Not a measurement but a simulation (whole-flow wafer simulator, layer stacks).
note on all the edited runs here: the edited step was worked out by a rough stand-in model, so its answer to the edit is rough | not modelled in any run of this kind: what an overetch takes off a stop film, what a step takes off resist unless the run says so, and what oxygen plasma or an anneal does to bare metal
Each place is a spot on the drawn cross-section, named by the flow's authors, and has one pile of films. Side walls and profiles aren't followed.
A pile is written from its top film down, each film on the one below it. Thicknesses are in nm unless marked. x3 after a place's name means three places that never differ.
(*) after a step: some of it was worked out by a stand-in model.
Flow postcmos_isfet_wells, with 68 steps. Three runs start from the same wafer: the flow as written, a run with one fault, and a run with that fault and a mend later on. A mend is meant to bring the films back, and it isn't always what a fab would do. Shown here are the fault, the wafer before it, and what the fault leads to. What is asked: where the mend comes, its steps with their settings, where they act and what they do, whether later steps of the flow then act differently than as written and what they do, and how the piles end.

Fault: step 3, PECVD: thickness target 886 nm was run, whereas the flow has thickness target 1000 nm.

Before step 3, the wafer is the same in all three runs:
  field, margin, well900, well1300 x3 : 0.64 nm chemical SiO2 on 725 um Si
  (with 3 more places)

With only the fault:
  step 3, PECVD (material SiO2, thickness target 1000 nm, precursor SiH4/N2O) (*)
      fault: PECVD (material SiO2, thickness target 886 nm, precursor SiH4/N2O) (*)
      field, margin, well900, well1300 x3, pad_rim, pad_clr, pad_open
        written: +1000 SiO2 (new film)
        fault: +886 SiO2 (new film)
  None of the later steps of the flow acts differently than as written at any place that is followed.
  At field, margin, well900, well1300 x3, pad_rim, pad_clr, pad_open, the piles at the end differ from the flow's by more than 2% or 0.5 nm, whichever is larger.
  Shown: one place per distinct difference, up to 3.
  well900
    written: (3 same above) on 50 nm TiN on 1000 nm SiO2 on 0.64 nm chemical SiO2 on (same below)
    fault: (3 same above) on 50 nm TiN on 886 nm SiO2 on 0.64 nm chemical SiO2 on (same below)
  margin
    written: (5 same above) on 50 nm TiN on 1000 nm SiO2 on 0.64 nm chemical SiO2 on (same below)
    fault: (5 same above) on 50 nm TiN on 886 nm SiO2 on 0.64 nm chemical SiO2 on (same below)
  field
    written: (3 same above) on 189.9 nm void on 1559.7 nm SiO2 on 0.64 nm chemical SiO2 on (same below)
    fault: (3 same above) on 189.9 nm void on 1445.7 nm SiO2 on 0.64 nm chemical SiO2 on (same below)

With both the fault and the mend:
  The mend stands after step 3.
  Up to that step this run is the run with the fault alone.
  step 3a, ETCH (chemistry boe, depth target 1019 nm)
      field, margin, well900, well1300 x3, pad_rim, pad_clr, pad_open
        -886 SiO2 (all of it), -0.64 chemical SiO2 (all of it)
  step 3b, PECVD (material SiO2, thickness target 1000 nm, precursor SiH4/N2O) (the flow's step 3, run once more)
      field, margin, well900, well1300 x3, pad_rim, pad_clr, pad_open
        +1000 SiO2 (new film)
  None of the later steps of the flow acts differently than as written at any place that is followed.
  At field, margin, well900, well1300 x3, pad_rim, pad_clr, pad_open, the piles at the end differ from the flow's by more than 2% or 0.5 nm, whichever is larger.
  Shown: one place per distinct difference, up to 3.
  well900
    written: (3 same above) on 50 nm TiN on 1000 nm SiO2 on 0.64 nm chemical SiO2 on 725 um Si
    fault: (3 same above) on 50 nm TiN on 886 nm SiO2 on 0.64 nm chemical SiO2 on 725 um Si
    mend: (3 same above) on 50 nm TiN on 1000 nm SiO2 on 725 um Si
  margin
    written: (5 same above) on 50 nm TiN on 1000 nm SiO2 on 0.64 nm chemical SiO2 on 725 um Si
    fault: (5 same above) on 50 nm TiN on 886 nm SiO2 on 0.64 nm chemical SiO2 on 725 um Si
    mend: (5 same above) on 50 nm TiN on 1000 nm SiO2 on 725 um Si
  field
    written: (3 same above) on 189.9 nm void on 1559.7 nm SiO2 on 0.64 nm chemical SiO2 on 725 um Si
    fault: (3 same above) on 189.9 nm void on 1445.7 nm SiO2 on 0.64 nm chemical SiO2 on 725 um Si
    mend: (3 same above) on 189.9 nm void on 1559.7 nm SiO2 on 725 um Si
